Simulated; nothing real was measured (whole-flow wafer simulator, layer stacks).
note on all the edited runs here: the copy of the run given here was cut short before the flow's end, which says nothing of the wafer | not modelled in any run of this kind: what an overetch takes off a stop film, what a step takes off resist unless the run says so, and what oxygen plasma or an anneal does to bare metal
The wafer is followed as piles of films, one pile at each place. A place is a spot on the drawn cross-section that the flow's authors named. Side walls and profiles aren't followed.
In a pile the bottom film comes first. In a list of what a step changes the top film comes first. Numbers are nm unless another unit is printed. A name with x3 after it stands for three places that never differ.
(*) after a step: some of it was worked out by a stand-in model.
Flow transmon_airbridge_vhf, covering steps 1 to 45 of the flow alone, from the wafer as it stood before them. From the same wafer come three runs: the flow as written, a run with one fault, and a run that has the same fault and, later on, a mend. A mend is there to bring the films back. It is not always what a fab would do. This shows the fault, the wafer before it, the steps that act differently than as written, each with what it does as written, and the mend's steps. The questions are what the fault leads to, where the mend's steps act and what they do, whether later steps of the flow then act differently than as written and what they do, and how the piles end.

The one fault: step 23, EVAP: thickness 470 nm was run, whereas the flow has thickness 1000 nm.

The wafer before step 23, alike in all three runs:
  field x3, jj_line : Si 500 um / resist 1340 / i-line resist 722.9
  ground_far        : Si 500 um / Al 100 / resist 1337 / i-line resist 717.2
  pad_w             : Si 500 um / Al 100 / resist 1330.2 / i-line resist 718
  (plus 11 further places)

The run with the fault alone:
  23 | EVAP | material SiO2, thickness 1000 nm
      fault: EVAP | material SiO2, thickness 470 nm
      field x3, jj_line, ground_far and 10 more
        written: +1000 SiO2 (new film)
        fault: +470 SiO2 (new film)
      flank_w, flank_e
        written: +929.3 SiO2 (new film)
        fault: +436.8 SiO2 (new film)
  Steps later in the flow that act otherwise than as written (2 other steps are not shown; they differ only slightly, by no more than 2% or 0.5 nm, whichever is larger):
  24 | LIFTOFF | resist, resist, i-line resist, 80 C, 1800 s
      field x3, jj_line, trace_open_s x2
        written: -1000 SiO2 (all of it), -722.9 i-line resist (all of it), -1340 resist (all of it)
        fault: -470 SiO2 (all of it), -722.9 i-line resist (all of it), -1340 resist (all of it)
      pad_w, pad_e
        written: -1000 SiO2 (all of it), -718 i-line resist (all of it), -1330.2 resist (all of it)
        fault: -470 SiO2 (all of it), -718 i-line resist (all of it), -1330.2 resist (all of it)
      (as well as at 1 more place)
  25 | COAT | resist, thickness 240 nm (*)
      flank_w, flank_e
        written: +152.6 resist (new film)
        fault: +172 resist (new film)
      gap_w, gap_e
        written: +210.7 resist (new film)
        fault: +232.9 resist (new film)
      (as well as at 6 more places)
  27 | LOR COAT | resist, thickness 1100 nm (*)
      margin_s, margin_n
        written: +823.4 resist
        fault: +960.4 resist
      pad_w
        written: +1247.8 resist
        fault: +1163.6 resist
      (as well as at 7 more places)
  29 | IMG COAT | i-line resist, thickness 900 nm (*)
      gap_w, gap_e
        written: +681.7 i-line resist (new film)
        fault: +811.9 i-line resist (new film)
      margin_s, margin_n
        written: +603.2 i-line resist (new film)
        fault: +769 i-line resist (new film)
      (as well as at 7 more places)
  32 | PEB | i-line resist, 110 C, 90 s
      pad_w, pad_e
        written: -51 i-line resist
        fault: -48.3 i-line resist
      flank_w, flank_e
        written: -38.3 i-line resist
        fault: -43.4 i-line resist
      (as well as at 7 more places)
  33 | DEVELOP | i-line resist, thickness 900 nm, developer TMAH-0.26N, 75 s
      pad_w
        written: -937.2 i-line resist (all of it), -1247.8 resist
        fault: -890.6 i-line resist (all of it), -1163.6 resist
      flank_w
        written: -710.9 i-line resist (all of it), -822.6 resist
        fault: -802.4 i-line resist (all of it), -962.7 resist
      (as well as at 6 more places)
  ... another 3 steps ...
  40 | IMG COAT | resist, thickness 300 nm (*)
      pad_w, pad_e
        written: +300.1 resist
        fault: +286 resist
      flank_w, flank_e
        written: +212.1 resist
        fault: +227.3 resist
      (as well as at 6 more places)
  At pad_w, flank_w, gap_w and 7 more, the piles at the end differ from the flow's by more than 2% or 0.5 nm, whichever is larger.
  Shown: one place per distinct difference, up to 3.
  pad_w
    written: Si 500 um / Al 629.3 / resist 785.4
    fault: Si 500 um / Al 629.8 / resist 740.6
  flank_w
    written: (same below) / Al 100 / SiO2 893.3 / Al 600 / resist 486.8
    fault: (same below) / Al 100 / SiO2 400.8 / Al 600 / resist 564.5
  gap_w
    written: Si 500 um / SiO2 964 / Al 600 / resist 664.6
    fault: Si 500 um / SiO2 434 / Al 600 / resist 710.5

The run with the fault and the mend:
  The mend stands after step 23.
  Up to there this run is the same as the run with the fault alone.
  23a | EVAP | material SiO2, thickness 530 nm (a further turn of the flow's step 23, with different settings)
      field x3, jj_line, ground_far and 10 more
        +530 SiO2
      flank_w, flank_e
        +493.2 SiO2
  Later steps of the flow that are run all act as written at every place that is followed, up to a difference of at most 2% or 0.5 nm, whichever is larger.
  At the end the piles are close to the flow's at the places that both follow, differing by at most 2% or 0.5 nm, whichever is larger.
